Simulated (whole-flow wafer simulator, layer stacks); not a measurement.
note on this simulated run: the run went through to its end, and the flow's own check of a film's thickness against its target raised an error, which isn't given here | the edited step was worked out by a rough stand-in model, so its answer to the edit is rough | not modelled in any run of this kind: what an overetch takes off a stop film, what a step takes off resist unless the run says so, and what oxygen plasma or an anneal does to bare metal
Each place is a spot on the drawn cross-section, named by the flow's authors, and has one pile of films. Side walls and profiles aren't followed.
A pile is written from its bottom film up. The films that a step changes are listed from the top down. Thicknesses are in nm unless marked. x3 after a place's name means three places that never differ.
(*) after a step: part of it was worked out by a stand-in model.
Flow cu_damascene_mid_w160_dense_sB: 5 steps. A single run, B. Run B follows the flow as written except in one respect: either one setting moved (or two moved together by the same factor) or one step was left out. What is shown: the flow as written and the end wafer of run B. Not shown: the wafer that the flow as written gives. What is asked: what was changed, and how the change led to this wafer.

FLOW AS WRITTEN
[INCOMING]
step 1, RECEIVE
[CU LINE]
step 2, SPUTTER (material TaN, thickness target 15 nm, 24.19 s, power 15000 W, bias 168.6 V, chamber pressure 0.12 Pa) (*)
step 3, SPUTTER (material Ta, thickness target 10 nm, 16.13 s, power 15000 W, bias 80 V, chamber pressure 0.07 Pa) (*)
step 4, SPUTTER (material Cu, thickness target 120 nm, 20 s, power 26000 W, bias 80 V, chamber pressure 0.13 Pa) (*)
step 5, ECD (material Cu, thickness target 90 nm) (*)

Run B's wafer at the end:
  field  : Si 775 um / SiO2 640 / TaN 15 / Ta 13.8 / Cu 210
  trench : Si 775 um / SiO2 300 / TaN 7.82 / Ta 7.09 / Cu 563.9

What caused this: step 3, SPUTTER: thickness target 13.8 nm was run, whereas the flow has thickness target 10 nm; step 3, SPUTTER: 22.18 s was run, where the flow has 16.13 s.
The wafer lets one read it off: field has Ta 13.8, and step 3 as written asks for 10 nm.

How this came from the change, step by step:
  step 3, SPUTTER (material Ta, thickness target 10 nm, 16.13 s, power 15000 W, bias 80 V, chamber pressure 0.07 Pa) (*)
      field: Ta gains 13.8 (new film) (it would be, as written: Ta gains 10 (new film))
      trench: Ta gains 7.09 (new film) (it would be, as written: Ta gains 5.14 (new film))
